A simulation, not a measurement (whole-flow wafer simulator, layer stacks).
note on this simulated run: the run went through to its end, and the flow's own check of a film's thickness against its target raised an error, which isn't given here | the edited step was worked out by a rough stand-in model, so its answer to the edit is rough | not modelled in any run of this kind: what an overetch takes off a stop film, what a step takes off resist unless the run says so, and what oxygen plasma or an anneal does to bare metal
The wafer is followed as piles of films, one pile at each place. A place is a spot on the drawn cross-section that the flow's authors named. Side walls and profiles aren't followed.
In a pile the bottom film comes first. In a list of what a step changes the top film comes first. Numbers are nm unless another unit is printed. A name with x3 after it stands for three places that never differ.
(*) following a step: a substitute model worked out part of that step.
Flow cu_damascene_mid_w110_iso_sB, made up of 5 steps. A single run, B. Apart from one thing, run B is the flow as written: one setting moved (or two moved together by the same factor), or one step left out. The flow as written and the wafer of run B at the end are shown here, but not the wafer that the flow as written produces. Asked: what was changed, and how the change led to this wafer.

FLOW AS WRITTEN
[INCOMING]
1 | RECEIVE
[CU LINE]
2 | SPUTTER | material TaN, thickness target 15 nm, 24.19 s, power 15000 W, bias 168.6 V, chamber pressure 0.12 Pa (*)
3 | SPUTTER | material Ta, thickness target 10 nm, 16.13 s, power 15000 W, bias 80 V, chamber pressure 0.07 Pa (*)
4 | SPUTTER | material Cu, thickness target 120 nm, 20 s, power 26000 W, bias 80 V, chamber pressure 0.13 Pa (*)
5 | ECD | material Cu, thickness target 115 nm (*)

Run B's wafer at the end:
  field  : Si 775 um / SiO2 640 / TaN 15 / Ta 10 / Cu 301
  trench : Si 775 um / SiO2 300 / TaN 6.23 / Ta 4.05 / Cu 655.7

What caused this: step 4, SPUTTER: thickness target 186 nm was run, while the flow as written has thickness target 120 nm; step 4, SPUTTER: 31 s was run, where the flow has 20 s.

Step by step, how the change led to this:
  4 | SPUTTER | material Cu, thickness target 120 nm, 20 s, power 26000 W, bias 80 V, chamber pressure 0.13 Pa (*)
      field: Cu gains 186 (new film) (as written it would have been: Cu gains 120 (new film))
      trench: Cu gains 77.4 (new film) (as written it would have been: Cu gains 49.9 (new film))
  5 | ECD | material Cu, thickness target 115 nm (*)
      trench: Cu gains 578.3 (as written it would have been: Cu gains 539.8)
